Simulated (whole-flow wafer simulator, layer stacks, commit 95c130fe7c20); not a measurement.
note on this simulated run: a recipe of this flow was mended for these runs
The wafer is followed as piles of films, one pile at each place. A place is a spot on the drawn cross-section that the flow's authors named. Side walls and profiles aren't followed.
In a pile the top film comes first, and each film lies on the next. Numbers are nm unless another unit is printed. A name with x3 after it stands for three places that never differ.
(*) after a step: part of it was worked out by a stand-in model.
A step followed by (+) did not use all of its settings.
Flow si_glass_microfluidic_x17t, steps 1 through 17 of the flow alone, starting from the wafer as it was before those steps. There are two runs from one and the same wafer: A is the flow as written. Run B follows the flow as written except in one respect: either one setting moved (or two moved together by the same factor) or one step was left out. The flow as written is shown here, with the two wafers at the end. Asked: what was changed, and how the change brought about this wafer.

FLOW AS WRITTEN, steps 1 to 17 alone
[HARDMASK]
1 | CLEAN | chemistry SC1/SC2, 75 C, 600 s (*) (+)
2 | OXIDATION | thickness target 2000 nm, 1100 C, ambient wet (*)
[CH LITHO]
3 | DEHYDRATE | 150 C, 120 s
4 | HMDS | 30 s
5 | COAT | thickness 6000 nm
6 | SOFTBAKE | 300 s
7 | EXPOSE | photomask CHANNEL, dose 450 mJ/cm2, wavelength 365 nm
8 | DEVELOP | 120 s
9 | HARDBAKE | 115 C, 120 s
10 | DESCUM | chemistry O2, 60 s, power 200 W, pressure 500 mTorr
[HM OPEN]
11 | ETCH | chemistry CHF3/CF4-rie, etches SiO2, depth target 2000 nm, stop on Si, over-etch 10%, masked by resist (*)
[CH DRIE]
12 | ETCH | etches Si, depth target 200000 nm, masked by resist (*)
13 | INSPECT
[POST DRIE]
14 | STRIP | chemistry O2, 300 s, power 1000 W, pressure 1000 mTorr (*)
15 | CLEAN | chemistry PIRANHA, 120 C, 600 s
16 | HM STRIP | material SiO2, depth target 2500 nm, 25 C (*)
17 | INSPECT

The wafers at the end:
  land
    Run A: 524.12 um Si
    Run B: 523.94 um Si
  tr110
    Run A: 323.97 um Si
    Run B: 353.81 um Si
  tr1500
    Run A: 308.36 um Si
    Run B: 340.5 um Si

The reason: step 2, OXIDATION: thickness target 2400 nm was run, while the flow as written has thickness target 2000 nm.

Step by step, how the change led to this:
  2 | OXIDATION | thickness target 2000 nm, 1100 C, ambient wet (*)
      land, tr110, tr1500, tr15: A +2000 SiO2 (new film), -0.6 chemical SiO2 (all of it), -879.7 Si | B +2400 SiO2 (new film), -0.6 chemical SiO2 (all of it), -1055.7 Si
  11 | ETCH | chemistry CHF3/CF4-rie, etches SiO2, depth target 2000 nm, stop on Si, over-etch 10%, masked by resist (*)
      tr110, tr1500, tr15: A -2000 SiO2 (all of it), -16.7 Si | B -2200 SiO2
  12 | ETCH | etches Si, depth target 200000 nm, masked by resist (*)
      tr110: A -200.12 um Si | B -200 SiO2 (all of it), -170.12 um Si
      tr1500: A -215.73 um Si | B -200 SiO2 (all of it), -183.44 um Si
      (as well as at 1 more place)
  16 | HM STRIP | material SiO2, depth target 2500 nm, 25 C (*)
      land: A -2000 SiO2 (all of it) | B -2400 SiO2 (all of it)
